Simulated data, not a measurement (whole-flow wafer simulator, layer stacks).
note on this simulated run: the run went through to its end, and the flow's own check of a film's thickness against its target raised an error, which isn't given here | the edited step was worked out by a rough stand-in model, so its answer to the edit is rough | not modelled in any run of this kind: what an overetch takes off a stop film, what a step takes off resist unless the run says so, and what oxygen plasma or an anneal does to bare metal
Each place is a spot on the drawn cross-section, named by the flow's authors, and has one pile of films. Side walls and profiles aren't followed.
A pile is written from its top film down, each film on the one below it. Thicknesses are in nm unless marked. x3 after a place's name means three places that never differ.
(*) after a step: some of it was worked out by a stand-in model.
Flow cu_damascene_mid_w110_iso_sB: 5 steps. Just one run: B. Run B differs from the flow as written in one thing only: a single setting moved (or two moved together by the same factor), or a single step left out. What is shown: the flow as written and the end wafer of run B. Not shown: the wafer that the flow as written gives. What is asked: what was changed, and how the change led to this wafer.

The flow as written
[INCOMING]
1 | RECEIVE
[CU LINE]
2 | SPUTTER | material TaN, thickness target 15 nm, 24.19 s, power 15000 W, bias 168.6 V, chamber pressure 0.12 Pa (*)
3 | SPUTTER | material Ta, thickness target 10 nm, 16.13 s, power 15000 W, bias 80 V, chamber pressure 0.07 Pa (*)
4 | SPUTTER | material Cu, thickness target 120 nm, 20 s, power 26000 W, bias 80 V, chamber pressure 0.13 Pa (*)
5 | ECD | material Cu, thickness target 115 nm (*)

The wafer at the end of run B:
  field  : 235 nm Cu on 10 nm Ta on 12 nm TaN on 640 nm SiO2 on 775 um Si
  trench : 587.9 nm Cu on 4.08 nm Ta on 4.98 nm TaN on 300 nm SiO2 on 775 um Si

The reason: step 2, SPUTTER: 19.35 s was run, though the flow has 24.19 s.

The path from the change to this, step by step:
  2 | SPUTTER | material TaN, thickness target 15 nm, 24.19 s, power 15000 W, bias 168.6 V, chamber pressure 0.12 Pa (*)
      field: +12 TaN (new film) (it would be, as written: +15 TaN (new film))
      trench: +4.98 TaN (new film) (it would be, as written: +6.23 TaN (new film))
